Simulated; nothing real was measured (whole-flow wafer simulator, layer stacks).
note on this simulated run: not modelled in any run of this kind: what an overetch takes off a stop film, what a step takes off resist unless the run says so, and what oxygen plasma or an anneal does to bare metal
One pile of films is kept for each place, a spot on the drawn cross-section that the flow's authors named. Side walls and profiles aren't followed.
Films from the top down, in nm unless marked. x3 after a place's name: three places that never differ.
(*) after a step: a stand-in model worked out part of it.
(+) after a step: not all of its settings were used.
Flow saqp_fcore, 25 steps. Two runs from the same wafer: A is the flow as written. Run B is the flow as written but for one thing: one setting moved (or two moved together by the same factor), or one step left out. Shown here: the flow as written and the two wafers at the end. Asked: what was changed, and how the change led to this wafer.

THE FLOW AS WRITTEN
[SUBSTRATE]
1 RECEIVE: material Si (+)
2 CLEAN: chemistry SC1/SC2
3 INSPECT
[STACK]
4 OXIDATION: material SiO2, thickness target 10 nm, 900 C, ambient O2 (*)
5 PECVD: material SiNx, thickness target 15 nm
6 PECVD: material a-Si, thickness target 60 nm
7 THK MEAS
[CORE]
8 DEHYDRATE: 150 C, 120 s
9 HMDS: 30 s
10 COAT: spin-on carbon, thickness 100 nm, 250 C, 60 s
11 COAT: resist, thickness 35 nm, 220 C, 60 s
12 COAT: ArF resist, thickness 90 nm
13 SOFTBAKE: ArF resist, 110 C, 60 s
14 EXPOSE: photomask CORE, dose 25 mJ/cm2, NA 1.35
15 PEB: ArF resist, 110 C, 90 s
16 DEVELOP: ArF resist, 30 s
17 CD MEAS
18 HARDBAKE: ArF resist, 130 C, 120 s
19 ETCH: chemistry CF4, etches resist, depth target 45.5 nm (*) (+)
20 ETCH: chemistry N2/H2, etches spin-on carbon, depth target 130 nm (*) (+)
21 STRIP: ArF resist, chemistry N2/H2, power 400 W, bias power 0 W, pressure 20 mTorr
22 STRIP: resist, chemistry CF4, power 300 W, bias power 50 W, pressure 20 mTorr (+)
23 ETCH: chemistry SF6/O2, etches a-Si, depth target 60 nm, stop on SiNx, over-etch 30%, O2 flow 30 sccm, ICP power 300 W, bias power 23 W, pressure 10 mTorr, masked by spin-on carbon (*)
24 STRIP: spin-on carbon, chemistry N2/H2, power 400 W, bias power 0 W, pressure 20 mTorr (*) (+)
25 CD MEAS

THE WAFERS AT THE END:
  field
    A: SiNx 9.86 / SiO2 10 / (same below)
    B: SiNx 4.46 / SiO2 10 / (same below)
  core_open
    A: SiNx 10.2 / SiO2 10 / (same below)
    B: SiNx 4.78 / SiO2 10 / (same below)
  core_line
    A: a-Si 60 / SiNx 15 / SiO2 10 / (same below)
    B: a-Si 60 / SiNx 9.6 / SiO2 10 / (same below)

The cause: step 5, PECVD: thickness target 9.6 nm was run, where the flow has thickness target 15 nm.
It can be read off the wafer: core_line has SiNx 9.6, and step 5 as written asks for 15 nm.

How the change led to this, step by step:
  5 PECVD: material SiNx, thickness target 15 nm
      field, core_open, core_line: A SiNx +15 (new film) | B SiNx +9.6 (new film)
